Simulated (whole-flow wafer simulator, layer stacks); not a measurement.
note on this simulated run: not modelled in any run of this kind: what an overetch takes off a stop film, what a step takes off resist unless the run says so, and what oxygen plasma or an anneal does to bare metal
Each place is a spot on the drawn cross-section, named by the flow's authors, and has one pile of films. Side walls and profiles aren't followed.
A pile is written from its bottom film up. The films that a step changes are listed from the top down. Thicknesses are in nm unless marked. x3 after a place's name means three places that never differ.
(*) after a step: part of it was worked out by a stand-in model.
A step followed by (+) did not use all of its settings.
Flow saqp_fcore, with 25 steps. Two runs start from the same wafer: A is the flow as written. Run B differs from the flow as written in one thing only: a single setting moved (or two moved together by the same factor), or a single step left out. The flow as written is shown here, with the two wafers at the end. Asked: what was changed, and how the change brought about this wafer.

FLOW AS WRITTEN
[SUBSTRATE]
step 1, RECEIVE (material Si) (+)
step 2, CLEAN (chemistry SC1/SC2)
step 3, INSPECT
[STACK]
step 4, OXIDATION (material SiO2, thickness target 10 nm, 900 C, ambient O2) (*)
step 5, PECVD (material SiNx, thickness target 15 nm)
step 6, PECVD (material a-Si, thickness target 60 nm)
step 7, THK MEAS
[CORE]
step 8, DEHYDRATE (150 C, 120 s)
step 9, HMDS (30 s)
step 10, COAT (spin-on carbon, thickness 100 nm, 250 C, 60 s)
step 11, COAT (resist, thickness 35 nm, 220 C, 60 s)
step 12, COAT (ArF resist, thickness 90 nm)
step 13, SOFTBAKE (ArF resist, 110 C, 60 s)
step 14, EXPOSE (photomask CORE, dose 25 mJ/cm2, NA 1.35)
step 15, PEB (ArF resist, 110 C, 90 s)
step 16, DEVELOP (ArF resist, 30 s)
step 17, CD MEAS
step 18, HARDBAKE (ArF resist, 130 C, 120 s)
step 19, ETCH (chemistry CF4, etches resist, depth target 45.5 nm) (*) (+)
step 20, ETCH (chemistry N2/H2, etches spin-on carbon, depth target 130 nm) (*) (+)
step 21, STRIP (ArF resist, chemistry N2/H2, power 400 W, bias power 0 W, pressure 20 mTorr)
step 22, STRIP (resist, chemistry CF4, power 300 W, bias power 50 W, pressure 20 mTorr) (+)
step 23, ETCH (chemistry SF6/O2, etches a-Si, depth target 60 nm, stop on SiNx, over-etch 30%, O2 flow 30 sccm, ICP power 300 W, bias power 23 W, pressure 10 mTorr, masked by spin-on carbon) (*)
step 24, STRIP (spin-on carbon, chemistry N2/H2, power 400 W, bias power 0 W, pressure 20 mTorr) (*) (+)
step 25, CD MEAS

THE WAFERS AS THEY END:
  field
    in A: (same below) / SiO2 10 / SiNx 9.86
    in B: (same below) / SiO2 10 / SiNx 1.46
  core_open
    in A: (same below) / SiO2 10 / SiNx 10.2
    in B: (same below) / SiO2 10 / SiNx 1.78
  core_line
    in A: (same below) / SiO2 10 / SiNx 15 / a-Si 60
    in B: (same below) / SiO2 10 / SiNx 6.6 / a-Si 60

Cause: step 5, PECVD: thickness target 6.6 nm was run, though the flow has thickness target 15 nm.
The wafer lets one read it off: core_line has SiNx 6.6, and step 5 as written asks for 15 nm.

How this came from the change, step by step:
  step 5, PECVD (material SiNx, thickness target 15 nm)
      field, core_open, core_line: A SiNx gains 15 (new film) | B SiNx gains 6.6 (new film)
